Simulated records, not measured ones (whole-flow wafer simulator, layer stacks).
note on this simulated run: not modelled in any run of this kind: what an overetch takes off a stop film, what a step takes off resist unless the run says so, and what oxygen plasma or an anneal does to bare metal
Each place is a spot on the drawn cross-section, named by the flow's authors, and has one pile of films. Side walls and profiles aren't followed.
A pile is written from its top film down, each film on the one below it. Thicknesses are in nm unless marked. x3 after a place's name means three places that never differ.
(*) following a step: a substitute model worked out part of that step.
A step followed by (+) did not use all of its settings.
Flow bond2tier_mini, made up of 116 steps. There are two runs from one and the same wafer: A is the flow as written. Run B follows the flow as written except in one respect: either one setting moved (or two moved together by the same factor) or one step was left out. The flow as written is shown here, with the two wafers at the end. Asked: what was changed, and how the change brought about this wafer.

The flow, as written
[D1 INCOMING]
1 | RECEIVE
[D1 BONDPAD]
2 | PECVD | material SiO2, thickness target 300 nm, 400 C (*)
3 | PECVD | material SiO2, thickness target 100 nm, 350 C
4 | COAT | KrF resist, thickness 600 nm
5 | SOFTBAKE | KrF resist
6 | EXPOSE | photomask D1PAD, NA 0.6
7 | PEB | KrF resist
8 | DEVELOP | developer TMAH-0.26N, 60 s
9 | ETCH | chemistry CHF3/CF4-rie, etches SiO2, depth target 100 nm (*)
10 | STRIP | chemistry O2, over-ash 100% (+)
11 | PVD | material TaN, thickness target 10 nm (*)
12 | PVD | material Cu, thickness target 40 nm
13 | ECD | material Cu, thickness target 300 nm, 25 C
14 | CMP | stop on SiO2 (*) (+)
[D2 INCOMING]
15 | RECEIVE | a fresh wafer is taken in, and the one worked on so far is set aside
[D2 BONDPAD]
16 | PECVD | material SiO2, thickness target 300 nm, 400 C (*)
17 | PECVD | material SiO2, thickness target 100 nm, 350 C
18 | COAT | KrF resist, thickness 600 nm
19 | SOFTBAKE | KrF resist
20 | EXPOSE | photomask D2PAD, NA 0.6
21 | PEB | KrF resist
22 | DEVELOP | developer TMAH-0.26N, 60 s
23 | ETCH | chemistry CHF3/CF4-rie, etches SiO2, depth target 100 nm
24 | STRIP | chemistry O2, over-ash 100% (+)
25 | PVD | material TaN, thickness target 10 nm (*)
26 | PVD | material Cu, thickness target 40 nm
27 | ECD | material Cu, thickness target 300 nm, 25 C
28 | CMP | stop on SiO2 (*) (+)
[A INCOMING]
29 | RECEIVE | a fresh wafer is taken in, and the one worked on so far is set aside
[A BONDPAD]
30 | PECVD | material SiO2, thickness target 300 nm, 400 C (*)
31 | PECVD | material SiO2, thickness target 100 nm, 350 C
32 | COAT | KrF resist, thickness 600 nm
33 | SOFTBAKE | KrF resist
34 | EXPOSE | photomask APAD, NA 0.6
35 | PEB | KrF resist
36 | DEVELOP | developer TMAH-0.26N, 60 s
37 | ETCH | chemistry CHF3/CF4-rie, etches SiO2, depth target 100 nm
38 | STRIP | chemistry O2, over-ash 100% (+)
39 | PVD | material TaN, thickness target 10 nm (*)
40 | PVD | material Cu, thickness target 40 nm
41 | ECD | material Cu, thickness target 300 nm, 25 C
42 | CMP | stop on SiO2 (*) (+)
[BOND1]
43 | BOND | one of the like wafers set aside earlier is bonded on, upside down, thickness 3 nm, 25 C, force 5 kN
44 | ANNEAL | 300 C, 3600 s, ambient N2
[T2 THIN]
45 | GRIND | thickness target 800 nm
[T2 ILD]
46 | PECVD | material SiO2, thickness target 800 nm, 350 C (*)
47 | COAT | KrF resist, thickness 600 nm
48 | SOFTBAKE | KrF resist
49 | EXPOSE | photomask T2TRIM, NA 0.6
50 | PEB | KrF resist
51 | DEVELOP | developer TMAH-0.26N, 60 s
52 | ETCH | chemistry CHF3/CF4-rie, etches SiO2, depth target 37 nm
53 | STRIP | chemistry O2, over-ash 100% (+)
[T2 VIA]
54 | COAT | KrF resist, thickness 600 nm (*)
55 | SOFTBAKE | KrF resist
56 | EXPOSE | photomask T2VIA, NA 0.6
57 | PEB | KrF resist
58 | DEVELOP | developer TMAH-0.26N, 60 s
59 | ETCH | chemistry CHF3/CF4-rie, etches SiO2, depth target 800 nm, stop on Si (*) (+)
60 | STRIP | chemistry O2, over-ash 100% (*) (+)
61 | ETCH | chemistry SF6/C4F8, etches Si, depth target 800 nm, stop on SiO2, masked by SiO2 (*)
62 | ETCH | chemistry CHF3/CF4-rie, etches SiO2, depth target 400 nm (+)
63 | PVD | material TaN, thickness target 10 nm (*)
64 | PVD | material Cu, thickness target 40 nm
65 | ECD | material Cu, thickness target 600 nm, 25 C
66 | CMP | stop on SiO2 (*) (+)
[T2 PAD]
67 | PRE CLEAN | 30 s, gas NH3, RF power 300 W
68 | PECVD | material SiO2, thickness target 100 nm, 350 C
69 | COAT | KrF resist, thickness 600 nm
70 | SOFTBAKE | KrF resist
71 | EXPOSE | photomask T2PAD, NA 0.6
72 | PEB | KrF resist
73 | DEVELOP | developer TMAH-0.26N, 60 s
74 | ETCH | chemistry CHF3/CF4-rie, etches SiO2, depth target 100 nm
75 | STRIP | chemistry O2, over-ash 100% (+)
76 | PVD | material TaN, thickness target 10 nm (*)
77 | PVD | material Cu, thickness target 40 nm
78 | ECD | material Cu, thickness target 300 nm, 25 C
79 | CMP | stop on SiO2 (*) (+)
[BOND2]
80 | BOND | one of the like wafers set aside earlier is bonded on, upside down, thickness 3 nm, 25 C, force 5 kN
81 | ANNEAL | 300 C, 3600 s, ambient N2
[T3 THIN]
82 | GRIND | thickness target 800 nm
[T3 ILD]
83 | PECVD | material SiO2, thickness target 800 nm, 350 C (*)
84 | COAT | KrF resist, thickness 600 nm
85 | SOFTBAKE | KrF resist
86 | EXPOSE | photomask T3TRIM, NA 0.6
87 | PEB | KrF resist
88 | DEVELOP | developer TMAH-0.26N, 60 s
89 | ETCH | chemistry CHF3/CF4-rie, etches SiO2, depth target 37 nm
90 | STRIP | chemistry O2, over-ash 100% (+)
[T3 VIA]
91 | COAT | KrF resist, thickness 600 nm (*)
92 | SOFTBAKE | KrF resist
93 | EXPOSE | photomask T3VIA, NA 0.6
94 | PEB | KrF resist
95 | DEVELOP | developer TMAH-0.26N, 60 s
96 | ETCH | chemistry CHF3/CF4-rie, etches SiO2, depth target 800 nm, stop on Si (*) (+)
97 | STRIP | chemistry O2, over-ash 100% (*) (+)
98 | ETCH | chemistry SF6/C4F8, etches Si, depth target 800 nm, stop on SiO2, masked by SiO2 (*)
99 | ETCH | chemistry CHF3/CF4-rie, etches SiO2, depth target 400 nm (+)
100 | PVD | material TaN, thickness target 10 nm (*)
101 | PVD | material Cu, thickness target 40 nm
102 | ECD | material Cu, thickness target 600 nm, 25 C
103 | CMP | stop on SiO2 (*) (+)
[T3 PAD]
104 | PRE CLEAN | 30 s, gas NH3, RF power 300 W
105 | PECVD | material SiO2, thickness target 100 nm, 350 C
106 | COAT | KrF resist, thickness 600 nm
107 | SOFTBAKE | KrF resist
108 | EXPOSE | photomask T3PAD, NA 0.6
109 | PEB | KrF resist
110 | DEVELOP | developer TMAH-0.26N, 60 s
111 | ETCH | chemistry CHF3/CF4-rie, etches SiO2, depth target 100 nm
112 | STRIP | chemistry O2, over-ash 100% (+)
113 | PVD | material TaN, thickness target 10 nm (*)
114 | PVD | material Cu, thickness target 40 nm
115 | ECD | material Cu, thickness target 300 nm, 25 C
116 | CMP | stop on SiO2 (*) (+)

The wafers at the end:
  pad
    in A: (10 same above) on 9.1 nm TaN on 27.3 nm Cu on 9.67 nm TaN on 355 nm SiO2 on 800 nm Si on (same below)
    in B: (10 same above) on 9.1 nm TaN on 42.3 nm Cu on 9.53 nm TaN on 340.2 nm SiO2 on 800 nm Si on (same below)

The reason: step 51, DEVELOP: 84 s was run, though the flow has 60 s; step 52, ETCH: depth target 51.8 nm was run, where the flow has depth target 37 nm.

Step by step, how the change led to this:
  51 | DEVELOP | developer TMAH-0.26N, 60 s
      field: A KrF resist loses 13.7 | B KrF resist loses 14.4
  52 | ETCH | chemistry CHF3/CF4-rie, etches SiO2, depth target 37 nm
      pad, via: A SiO2 loses 37 | B SiO2 loses 51.8
      field: A KrF resist loses 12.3 | B KrF resist loses 17.3
  60 | STRIP | chemistry O2, over-ash 100% (*) (+)
      field: A KrF resist loses 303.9 (all of it) | B KrF resist loses 297.6 (all of it)
  65 | ECD | material Cu, thickness target 600 nm, 25 C
      pad: A Cu gains 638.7 | B Cu gains 654.2
